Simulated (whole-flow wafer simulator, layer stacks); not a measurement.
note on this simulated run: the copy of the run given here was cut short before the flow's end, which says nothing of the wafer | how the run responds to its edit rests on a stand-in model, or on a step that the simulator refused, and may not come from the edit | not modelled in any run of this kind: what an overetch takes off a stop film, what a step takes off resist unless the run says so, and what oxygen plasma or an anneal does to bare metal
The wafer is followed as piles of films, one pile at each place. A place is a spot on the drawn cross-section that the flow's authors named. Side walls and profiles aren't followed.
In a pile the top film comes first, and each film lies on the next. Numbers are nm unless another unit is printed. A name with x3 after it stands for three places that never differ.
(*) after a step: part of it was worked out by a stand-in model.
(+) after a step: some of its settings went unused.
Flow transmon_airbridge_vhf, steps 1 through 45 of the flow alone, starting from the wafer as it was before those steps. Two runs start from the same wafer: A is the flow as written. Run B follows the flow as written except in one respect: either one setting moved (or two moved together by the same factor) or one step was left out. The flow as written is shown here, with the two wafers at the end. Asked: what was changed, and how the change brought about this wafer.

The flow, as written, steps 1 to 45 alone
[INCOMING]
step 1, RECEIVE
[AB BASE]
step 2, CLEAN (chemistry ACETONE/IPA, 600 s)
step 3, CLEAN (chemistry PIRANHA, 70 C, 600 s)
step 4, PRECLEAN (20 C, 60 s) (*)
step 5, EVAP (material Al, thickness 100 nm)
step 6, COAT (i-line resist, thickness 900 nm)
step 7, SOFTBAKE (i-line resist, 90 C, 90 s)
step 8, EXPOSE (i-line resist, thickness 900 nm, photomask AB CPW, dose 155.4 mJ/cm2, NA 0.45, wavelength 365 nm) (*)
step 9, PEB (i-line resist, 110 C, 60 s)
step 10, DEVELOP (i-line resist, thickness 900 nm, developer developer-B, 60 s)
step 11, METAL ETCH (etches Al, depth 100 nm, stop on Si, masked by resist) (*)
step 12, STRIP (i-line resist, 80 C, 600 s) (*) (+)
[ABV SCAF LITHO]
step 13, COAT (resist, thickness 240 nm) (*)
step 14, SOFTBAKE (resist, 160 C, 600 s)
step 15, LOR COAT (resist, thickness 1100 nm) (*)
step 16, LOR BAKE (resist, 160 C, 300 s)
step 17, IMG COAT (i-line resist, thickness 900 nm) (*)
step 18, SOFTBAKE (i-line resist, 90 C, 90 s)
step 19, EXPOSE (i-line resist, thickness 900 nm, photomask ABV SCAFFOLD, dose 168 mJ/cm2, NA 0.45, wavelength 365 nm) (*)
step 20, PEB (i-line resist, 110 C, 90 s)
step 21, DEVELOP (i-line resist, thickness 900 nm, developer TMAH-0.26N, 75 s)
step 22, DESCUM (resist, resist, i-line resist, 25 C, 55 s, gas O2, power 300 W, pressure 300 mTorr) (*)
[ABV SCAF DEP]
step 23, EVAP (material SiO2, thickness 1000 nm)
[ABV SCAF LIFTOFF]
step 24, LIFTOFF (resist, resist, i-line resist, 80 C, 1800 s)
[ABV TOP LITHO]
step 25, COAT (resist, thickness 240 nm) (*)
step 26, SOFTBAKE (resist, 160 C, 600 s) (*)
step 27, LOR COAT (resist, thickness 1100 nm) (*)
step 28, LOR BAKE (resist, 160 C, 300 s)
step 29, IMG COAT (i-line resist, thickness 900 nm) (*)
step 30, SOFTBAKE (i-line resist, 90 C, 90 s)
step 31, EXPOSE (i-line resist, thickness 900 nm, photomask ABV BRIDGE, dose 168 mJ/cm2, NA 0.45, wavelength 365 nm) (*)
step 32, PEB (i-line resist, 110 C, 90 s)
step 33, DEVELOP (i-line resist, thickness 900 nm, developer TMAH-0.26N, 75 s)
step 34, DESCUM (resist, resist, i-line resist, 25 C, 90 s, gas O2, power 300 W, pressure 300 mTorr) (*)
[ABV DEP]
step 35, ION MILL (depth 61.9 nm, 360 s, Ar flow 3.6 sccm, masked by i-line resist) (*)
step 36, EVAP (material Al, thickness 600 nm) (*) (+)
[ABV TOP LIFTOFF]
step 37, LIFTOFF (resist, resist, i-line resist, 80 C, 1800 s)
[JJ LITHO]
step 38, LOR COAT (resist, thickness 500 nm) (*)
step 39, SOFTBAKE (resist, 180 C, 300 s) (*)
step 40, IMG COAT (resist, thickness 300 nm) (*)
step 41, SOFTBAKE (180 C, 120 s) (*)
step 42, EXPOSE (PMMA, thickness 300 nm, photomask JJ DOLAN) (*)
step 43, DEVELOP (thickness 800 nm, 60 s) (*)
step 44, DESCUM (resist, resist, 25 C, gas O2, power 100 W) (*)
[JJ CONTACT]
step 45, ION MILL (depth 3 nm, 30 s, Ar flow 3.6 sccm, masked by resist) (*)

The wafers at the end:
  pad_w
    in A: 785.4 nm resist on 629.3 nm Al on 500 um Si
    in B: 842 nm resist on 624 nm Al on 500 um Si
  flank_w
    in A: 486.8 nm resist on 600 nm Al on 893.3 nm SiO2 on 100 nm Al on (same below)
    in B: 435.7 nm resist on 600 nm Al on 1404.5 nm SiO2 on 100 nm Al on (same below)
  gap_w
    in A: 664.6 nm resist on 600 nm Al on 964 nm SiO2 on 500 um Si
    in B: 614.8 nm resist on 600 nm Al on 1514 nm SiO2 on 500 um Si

The reason: step 23, EVAP: thickness 1550 nm was run, whereas the flow has thickness 1000 nm.

Step by step, how the change led to this:
  step 23, EVAP (material SiO2, thickness 1000 nm)
      field x3, jj_line, ground_far and 10 more: A SiO2 gains 1000 (new film) | B SiO2 gains 1550 (new film)
      flank_w, flank_e: A SiO2 gains 929.3 (new film) | B SiO2 gains 1440.4 (new film)
  step 24, LIFTOFF (resist, resist, i-line resist, 80 C, 1800 s)
      field x3, jj_line, trace_open_s x2: A SiO2 loses 1000 (all of it), i-line resist loses 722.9 (all of it), resist loses 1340 (all of it) | B SiO2 loses 1550 (all of it), i-line resist loses 722.9 (all of it), resist loses 1340 (all of it)
      pad_w, pad_e: A SiO2 loses 1000 (all of it), i-line resist loses 718 (all of it), resist loses 1330.2 (all of it) | B SiO2 loses 1550 (all of it), i-line resist loses 718 (all of it), resist loses 1330.2 (all of it)
      (also at 1 further place)
  step 25, COAT (resist, thickness 240 nm) (*)
      flank_w, flank_e: A resist gains 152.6 (new film) | B resist gains 134.5 (new film)
      gap_w, gap_e: A resist gains 210.7 (new film) | B resist gains 187.8 (new film)
      (also at 6 further places)
  step 27, LOR COAT (resist, thickness 1100 nm) (*)
      gap_w, gap_e: A resist gains 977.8 | B resist gains 906.2
      margin_s, margin_n: A resist gains 823.4 | B resist gains 707.1
      (also at 6 further places)
  step 29, IMG COAT (i-line resist, thickness 900 nm) (*)
      gap_w, gap_e: A i-line resist gains 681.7 (new film) | B i-line resist gains 560.5 (new film)
      margin_s, margin_n: A i-line resist gains 603.2 (new film) | B i-line resist gains 432 (new film)
      (also at 7 further places)
  step 32, PEB (i-line resist, 110 C, 90 s)
      pad_w, pad_e: A i-line resist loses 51 | B i-line resist loses 53.6
      flank_w, flank_e: A i-line resist loses 38.3 | B i-line resist loses 32.6
      (also at 7 further places)
  step 33, DEVELOP (i-line resist, thickness 900 nm, developer TMAH-0.26N, 75 s)
      gap_w, gap_e: A i-line resist loses 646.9 (all of it), resist loses 977.8 | B i-line resist loses 532.1 (all of it), resist loses 906.2
      pad_w: A i-line resist loses 937.2 (all of it), resist loses 1247.8 | B i-line resist loses 983.6 (all of it), resist loses 1333.5
      (also at 5 further places)
  step 34, DESCUM (resist, resist, i-line resist, 25 C, 90 s, gas O2, power 300 W, pressure 300 mTorr) (*)
      flank_w, flank_e: A resist loses 152.6 (all of it) | B resist loses 134.5 (all of it)
      gap_w, gap_e: A resist loses 210.7 (all of it) | B resist loses 187.8 (all of it)
      (also at 4 further places)
  step 37, LIFTOFF (resist, resist, i-line resist, 80 C, 1800 s)
      margin_s, margin_n: A Al loses 600 (all of it), i-line resist loses 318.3 (all of it), resist loses 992 (all of it) | B Al loses 600 (all of it), i-line resist loses 156.2 (all of it), resist loses 845.6 (all of it)
      ground_far: A Al loses 600 (all of it), i-line resist loses 717.9 (all of it), resist loses 1384.9 (all of it) | B Al loses 600 (all of it), i-line resist loses 786 (all of it), resist loses 1398.9 (all of it)
  step 38, LOR COAT (resist, thickness 500 nm) (*)
      pad_w, pad_e: A resist gains 517 (new film) | B resist gains 554 (new film)
      flank_w, flank_e: A resist gains 306.5 (new film) | B resist gains 272 (new film)
      (also at 6 further places)
  step 40, IMG COAT (resist, thickness 300 nm) (*)
      pad_w, pad_e: A resist gains 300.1 | B resist gains 319.8
      flank_w, flank_e: A resist gains 212.1 | B resist gains 195.5
      (also at 6 further places)
